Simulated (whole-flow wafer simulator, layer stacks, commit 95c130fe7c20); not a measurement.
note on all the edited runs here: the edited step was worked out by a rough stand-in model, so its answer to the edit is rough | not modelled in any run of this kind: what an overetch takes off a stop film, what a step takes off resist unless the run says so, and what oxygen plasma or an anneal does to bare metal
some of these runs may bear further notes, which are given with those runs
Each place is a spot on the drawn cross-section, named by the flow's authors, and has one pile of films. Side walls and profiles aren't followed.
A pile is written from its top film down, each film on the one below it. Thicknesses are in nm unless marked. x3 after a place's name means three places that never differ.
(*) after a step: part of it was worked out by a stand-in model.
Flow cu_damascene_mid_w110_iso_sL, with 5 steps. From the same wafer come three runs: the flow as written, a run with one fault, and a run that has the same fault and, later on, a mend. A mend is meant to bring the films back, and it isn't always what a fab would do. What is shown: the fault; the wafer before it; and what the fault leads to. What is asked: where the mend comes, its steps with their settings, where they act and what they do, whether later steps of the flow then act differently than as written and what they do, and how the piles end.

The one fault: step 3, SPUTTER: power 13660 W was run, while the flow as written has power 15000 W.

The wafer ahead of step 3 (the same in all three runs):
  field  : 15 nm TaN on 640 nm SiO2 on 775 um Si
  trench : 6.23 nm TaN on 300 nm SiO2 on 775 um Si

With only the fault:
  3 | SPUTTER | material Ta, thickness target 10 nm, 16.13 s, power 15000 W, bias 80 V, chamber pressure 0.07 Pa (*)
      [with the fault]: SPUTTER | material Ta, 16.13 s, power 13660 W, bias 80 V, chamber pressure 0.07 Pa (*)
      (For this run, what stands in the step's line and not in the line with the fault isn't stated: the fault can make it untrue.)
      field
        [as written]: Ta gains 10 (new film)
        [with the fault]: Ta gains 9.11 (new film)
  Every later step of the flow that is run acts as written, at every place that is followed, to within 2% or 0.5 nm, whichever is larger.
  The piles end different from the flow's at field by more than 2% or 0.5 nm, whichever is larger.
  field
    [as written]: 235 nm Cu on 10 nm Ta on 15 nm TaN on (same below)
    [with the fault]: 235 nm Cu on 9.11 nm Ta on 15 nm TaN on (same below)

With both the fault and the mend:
  The mend stands after step 3.
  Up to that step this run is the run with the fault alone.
  3a | SPUTTER | material Ta, 1.477 s, power 15000 W, bias 80 V, chamber pressure 0.07 Pa (*) (the flow's step 3 again, with other settings)
      field
        Ta gains 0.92
      trench
        Ta gains 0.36
  Every later step of the flow that is run acts as written, at every place that is followed, to within 2% or 0.5 nm, whichever is larger.
  At the end the piles are close to the flow's at the places that both follow, differing by at most 2% or 0.5 nm, whichever is larger.
